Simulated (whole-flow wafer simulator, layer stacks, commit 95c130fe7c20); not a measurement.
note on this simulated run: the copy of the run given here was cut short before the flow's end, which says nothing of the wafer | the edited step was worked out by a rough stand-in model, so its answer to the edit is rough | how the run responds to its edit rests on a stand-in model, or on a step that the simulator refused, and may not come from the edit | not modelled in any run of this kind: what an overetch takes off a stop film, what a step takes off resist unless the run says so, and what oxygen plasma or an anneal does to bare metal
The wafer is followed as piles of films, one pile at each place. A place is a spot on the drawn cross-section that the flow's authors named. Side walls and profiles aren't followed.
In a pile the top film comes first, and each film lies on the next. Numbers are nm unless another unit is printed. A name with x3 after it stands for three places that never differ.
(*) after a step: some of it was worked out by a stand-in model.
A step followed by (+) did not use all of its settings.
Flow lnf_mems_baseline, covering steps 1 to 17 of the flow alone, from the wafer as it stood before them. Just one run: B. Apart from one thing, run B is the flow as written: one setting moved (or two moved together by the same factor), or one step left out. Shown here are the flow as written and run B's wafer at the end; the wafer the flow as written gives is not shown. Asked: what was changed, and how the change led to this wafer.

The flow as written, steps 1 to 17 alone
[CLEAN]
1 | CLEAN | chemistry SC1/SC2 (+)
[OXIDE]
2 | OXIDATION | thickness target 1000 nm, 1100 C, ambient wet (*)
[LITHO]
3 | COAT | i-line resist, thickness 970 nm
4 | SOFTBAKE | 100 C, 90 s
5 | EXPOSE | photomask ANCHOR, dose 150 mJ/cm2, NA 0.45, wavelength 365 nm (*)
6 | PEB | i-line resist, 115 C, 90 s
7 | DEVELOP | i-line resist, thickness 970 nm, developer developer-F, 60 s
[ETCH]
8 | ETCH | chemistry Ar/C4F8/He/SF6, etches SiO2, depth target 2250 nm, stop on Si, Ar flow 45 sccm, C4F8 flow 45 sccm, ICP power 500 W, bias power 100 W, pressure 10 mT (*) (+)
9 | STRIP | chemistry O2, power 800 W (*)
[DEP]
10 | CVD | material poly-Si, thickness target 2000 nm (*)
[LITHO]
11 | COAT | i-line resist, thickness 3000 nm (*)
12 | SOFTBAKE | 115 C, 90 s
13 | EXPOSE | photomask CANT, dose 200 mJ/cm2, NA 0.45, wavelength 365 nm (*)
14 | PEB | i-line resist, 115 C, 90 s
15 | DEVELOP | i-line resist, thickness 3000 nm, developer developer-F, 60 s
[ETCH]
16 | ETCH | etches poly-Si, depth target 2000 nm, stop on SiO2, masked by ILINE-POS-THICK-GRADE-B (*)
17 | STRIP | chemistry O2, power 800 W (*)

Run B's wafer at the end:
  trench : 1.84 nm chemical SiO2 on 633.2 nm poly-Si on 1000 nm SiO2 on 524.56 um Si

Cause: step 16, ETCH: depth target 1366 nm was run, while the flow as written has depth target 2000 nm.

The path from the change to this, step by step:
  16 | ETCH | etches poly-Si, depth target 2000 nm, stop on SiO2, masked by ILINE-POS-THICK-GRADE-B (*)
      trench, char_slit: -1366 poly-Si (it would be, as written: -2000 poly-Si (all of it))
      field, anchor, beam: -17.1 i-line resist (it would be, as written: -25 i-line resist)
  17 | STRIP | chemistry O2, power 800 W (*)
      trench, char_slit: +1.84 chemical SiO2 (new film), -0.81 poly-Si (it would be, as written: nothing)
